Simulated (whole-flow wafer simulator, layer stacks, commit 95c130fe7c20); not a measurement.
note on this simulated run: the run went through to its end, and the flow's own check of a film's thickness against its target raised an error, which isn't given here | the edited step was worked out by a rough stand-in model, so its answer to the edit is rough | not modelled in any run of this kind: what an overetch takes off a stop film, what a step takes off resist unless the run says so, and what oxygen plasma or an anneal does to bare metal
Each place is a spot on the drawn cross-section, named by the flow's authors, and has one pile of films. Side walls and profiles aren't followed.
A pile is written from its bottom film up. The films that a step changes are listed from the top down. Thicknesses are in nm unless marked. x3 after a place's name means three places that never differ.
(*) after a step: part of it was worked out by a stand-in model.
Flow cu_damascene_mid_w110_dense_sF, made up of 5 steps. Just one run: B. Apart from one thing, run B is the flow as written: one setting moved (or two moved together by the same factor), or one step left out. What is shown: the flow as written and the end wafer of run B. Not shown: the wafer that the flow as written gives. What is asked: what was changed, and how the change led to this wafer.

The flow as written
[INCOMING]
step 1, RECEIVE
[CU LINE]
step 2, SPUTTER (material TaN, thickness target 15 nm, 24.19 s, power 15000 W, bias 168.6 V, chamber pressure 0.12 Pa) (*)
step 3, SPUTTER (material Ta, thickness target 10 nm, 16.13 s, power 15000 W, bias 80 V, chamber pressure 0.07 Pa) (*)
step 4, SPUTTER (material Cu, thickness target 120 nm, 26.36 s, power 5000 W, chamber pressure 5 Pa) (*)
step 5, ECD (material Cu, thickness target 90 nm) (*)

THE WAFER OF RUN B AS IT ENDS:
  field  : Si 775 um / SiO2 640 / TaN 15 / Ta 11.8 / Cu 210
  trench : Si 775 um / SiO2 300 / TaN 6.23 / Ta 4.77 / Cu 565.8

What caused this: step 3, SPUTTER: thickness target 11.8 nm was run, though the flow has thickness target 10 nm; step 3, SPUTTER: 18.95 s was run, where the flow has 16.13 s.
The wafer lets one read it off: field has Ta 11.8, and step 3 as written asks for 10 nm.

How this came from the change, step by step:
  step 3, SPUTTER (material Ta, thickness target 10 nm, 16.13 s, power 15000 W, bias 80 V, chamber pressure 0.07 Pa) (*)
      field: +11.8 Ta (new film) (in the flow as written it would be: +10 Ta (new film))
      trench: +4.77 Ta (new film) (in the flow as written it would be: +4.05 Ta (new film))
